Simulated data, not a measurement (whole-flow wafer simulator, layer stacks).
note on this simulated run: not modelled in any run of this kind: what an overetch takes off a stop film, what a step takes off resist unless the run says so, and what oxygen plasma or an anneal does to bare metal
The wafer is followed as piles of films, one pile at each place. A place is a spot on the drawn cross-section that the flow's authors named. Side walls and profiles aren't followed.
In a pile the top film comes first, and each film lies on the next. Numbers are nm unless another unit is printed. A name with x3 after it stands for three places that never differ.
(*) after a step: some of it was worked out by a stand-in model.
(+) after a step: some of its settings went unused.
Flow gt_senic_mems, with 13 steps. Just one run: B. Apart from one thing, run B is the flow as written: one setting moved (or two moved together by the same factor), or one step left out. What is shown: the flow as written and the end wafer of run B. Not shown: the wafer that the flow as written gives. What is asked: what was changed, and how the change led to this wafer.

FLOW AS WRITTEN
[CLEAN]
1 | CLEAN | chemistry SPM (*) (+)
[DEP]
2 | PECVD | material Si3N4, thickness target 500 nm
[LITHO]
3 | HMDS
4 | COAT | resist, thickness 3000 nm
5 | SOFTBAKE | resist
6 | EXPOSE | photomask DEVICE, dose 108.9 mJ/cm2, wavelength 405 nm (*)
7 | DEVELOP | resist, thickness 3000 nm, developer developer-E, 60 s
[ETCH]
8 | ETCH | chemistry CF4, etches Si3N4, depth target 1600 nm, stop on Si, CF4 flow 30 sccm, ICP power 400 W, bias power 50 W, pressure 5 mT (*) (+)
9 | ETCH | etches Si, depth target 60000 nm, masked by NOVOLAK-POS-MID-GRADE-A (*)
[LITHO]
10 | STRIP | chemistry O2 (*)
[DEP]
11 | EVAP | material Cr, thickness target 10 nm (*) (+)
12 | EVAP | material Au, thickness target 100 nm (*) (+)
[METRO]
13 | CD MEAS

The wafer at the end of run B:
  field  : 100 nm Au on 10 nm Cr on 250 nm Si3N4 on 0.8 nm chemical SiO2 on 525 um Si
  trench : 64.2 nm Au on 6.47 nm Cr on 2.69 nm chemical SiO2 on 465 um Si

The reason: step 2, PECVD: thickness target 250 nm was run, whereas the flow has thickness target 500 nm.
One can read it off the wafer: field has Si3N4 250, and step 2 as written asks for 500 nm.

How this came from the change, step by step:
  2 | PECVD | material Si3N4, thickness target 500 nm
      field, trench: +250 Si3N4 (new film) (as written it would have been: +500 Si3N4 (new film))
  8 | ETCH | chemistry CF4, etches Si3N4, depth target 1600 nm, stop on Si, CF4 flow 30 sccm, ICP power 400 W, bias power 50 W, pressure 5 mT (*) (+)
      field: -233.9 resist (as written it would have been: -400.5 resist)
      trench: -250 Si3N4 (all of it), -0.8 chemical SiO2 (all of it) (as written it would have been: -500 Si3N4 (all of it), -0.8 chemical SiO2 (all of it))
  10 | STRIP | chemistry O2 (*)
      field: -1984 resist (all of it) (as written it would have been: -1817.3 resist (all of it))
